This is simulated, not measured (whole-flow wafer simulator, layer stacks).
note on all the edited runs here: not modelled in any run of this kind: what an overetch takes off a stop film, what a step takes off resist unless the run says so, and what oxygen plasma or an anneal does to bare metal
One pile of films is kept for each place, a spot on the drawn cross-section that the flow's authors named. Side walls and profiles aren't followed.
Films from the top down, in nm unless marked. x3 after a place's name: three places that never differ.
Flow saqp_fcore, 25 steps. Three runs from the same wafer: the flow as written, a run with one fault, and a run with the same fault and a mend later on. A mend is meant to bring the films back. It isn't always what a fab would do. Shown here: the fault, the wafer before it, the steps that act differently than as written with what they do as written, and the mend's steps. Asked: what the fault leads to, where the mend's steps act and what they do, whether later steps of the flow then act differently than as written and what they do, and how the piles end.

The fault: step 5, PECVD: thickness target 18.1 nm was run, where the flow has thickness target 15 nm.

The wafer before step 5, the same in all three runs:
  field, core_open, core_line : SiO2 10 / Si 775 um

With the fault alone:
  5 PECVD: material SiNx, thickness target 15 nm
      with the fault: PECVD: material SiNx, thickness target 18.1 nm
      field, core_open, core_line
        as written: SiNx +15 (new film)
        with the fault: SiNx +18.1 (new film)
  No later step of the flow acts differently than as written at any place that is followed.
  At the end the piles differ from the flow's by more than 2% or 0.5 nm, whichever is larger, at field, core_open, core_line.
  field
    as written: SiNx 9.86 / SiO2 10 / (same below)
    with the fault: SiNx 13 / SiO2 10 / (same below)
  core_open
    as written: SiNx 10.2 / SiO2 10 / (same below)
    with the fault: SiNx 13.3 / SiO2 10 / (same below)
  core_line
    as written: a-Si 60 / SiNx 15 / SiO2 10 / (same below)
    with the fault: a-Si 60 / SiNx 18.1 / SiO2 10 / (same below)

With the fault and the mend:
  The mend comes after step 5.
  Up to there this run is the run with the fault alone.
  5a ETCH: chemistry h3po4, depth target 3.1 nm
      field, core_open, core_line
        SiNx -3.1
  No later step of the flow acts differently than as written at any place that is followed.
  At the end the piles are the same as the flow's at every place that both follow.
